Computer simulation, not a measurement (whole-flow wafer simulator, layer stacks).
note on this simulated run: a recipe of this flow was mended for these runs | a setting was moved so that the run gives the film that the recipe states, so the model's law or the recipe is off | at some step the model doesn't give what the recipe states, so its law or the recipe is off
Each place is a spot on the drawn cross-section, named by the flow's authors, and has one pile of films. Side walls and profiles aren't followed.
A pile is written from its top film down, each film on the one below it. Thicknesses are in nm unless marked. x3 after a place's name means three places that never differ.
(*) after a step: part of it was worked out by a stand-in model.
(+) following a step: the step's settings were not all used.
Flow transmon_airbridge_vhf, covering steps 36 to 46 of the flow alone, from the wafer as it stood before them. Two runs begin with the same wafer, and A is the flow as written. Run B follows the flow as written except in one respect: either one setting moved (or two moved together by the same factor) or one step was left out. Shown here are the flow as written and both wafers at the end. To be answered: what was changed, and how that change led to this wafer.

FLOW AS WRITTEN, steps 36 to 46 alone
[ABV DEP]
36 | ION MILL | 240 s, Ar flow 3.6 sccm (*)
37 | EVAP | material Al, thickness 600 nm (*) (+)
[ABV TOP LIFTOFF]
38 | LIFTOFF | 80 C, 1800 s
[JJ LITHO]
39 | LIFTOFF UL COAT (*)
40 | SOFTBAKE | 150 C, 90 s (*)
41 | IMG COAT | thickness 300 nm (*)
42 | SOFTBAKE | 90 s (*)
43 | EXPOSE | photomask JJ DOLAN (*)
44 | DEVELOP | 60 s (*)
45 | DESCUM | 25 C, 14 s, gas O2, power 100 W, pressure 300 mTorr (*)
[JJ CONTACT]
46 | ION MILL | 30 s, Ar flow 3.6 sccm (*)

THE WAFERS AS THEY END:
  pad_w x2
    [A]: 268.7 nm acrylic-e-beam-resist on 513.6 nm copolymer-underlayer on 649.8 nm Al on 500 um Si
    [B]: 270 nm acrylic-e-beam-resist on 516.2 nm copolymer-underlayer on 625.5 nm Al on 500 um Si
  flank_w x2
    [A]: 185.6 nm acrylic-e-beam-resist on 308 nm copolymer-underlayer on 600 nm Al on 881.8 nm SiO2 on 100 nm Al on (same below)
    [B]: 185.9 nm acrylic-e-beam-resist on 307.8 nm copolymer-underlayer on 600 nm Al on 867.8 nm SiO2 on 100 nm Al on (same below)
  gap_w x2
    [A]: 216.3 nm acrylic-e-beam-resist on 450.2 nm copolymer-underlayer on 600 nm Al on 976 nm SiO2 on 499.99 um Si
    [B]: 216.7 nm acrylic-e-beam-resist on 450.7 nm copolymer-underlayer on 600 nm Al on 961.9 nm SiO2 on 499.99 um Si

Cause: step 36, ION MILL: 381 s was run, while the flow as written has 240 s.

The path from the change to this, step by step:
  36 | ION MILL | 240 s, Ar flow 3.6 sccm (*)
      field x3, jj_line, ground_far, trace_open_s x2, margin_s, margin_n: A -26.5 i-line-resist | B -42.1 i-line-resist
      flank_w x2, gap_w x2, cpw_trace, bridge_strip: A -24 SiO2 | B -38.1 SiO2
      (also at 2 further places)
  38 | LIFTOFF | 80 C, 1800 s
      field x3, jj_line, trace_open_s x2: A -600 Al (all of it), -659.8 i-line-resist (all of it), -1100 lift-off-underlayer (all of it), -240 acrylic-e-beam-resist (all of it) | B -600 Al (all of it), -644.3 i-line-resist (all of it), -1100 lift-off-underlayer (all of it), -240 acrylic-e-beam-resist (all of it)
      margin_s, margin_n: A -600 Al (all of it), -378.2 i-line-resist (all of it), -823.4 lift-off-underlayer (all of it), -168.6 acrylic-e-beam-resist (all of it) | B -600 Al (all of it), -362.7 i-line-resist (all of it), -823.4 lift-off-underlayer (all of it), -168.6 acrylic-e-beam-resist (all of it)
      (also at 1 further place)
